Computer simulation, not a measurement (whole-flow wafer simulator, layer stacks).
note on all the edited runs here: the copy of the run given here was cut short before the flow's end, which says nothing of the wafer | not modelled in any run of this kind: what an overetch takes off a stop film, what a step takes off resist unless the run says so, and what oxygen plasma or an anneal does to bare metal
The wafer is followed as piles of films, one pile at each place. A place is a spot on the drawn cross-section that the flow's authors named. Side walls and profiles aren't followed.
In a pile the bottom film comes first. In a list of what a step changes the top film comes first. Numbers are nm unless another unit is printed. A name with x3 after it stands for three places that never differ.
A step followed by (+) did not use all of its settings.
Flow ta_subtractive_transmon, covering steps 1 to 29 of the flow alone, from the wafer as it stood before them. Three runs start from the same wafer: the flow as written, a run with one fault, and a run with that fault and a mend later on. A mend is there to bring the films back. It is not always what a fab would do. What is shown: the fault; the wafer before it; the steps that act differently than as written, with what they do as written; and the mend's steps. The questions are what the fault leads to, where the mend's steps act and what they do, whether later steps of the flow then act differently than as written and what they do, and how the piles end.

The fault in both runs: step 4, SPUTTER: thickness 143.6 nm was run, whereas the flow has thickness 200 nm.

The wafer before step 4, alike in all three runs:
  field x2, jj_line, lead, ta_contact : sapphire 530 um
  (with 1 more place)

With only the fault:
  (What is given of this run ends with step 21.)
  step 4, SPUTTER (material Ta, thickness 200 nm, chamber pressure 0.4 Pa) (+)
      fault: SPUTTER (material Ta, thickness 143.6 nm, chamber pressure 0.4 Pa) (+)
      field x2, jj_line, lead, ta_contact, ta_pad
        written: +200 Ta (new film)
        fault: +143.6 Ta (new film)
  Steps later in the flow that act otherwise than as written:
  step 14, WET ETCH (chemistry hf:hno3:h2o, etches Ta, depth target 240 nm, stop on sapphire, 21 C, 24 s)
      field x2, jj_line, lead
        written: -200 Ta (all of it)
        fault: -143.6 Ta (all of it)
  The piles after step 21 differ from the flow's at ta_contact, ta_pad by more than 2% or 0.5 nm, whichever is larger.
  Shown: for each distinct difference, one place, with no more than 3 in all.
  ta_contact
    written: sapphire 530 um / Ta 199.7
    fault: sapphire 530 um / Ta 143.3

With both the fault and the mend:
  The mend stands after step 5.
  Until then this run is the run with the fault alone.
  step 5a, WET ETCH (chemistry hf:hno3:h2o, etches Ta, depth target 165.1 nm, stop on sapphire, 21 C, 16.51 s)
      field x2, jj_line, lead, ta_contact, ta_pad
        -143.6 Ta (all of it)
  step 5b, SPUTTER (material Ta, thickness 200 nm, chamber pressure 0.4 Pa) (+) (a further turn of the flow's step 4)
      field x2, jj_line, lead, ta_contact, ta_pad
        +200 Ta (new film)
  Every later step of the flow that is run acts as written at every place that is followed.
  By the end, the piles equal the flow's at every place that both follow.
